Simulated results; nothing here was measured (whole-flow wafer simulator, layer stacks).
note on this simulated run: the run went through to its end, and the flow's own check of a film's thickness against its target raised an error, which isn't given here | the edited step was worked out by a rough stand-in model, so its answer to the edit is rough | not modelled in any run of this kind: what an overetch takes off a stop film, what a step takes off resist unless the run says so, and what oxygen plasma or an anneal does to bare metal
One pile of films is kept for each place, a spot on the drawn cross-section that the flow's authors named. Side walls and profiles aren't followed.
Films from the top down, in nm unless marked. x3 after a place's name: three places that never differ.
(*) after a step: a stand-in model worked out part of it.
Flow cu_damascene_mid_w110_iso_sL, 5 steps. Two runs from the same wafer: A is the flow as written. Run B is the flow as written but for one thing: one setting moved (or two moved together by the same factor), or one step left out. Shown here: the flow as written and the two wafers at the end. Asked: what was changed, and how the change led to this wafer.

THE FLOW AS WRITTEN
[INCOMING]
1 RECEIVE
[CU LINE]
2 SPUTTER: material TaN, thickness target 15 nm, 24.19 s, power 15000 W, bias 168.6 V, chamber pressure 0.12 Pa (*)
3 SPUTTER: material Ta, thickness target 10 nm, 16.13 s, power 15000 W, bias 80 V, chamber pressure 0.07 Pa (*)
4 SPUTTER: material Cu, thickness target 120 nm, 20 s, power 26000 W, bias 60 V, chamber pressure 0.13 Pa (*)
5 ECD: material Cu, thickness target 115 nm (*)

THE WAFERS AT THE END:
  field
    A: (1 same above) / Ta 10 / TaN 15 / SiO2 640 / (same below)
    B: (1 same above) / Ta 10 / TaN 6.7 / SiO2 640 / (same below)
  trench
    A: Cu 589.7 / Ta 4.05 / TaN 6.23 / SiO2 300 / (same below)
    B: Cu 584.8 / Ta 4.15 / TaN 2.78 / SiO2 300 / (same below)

The cause: step 2, SPUTTER: thickness target 6.7 nm was run, where the flow has thickness target 15 nm; step 2, SPUTTER: 10.76 s was run, where the flow has 24.19 s.
It can be read off the wafer: field has TaN 6.7, and step 2 as written asks for 15 nm.

How the change led to this, step by step:
  2 SPUTTER: material TaN, thickness target 15 nm, 24.19 s, power 15000 W, bias 168.6 V, chamber pressure 0.12 Pa (*)
      field: A TaN +15 (new film) | B TaN +6.7 (new film)
      trench: A TaN +6.23 (new film) | B TaN +2.78 (new film)
  4 SPUTTER: material Cu, thickness target 120 nm, 20 s, power 26000 W, bias 60 V, chamber pressure 0.13 Pa (*)
      trench: A Cu +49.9 (new film) | B Cu +51.3 (new film)
